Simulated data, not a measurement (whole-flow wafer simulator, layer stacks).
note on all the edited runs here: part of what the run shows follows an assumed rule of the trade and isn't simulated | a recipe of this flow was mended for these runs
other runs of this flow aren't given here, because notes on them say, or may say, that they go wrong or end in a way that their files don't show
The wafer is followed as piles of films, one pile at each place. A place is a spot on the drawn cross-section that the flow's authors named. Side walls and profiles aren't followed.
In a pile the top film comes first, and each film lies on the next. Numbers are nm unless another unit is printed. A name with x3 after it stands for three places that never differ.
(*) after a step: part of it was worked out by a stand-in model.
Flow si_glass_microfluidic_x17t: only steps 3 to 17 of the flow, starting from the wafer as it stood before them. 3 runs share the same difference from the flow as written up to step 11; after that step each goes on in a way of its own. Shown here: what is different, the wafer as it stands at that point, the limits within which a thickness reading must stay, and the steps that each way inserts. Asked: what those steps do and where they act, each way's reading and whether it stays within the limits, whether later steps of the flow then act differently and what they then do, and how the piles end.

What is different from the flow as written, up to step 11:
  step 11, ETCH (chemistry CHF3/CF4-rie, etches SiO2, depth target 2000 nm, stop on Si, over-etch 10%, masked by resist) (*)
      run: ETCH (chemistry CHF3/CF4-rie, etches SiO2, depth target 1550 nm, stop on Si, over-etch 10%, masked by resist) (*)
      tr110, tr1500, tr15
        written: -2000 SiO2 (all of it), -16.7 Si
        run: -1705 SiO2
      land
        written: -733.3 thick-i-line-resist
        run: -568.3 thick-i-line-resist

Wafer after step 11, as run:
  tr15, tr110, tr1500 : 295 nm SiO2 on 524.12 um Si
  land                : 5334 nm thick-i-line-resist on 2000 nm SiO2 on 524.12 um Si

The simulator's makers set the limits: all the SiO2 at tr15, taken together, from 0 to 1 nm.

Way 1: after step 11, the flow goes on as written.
  The reading taken after step 11 is 295 nm, which is outside the limits.
  Steps later in the flow that act otherwise than as written:
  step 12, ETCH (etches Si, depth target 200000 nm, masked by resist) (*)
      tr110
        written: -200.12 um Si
        way: -295 SiO2 (all of it), -155.87 um Si
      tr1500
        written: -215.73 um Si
        way: -295 SiO2 (all of it), -168.05 um Si
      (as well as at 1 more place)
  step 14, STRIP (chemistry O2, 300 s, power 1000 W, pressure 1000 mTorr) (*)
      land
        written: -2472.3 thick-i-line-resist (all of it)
        way: -2637.1 thick-i-line-resist (all of it)
  At tr110, tr1500, tr15, the piles at the end differ from the flow's by more than 2% or 0.5 nm, whichever is larger.
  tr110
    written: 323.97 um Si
    way: 368.24 um Si
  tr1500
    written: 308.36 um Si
    way: 356.07 um Si
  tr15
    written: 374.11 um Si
    way: 407.33 um Si

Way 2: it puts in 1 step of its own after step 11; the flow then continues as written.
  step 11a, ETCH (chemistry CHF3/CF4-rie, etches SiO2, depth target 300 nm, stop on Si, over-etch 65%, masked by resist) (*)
      tr110, tr1500, tr15
        -295 SiO2 (all of it), -16.7 Si
      land
        -165 thick-i-line-resist
  The reading taken after step 11a is 0 nm, which is within the limits.
  Later steps of the flow that are run all act as written at every place that is followed.
  The piles end the same as the flow's at every place that both follow.

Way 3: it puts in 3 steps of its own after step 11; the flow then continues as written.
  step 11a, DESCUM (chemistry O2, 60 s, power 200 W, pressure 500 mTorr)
      land
        -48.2 thick-i-line-resist
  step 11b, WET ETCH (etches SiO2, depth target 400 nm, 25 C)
      tr110, tr1500, tr15
        -295 SiO2 (all of it)
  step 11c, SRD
      leaves every film unchanged at each place that is followed
  The reading taken after step 11c is 0 nm, which is within the limits.
  Steps later in the flow that act otherwise than as written:
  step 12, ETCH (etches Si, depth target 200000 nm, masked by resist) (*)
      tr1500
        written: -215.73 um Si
        way: -215.75 um Si
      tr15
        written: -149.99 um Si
        way: -149.96 um Si
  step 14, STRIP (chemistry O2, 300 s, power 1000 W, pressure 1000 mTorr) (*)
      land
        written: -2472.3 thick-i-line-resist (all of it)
        way: -2589 thick-i-line-resist (all of it)
  When the end is reached, the piles differ only a little from the flow's at the places that both follow, at most by 2% or 0.5 nm, whichever is larger.

Keeping within the limits: way 2, way 3. Outside them: way 1.
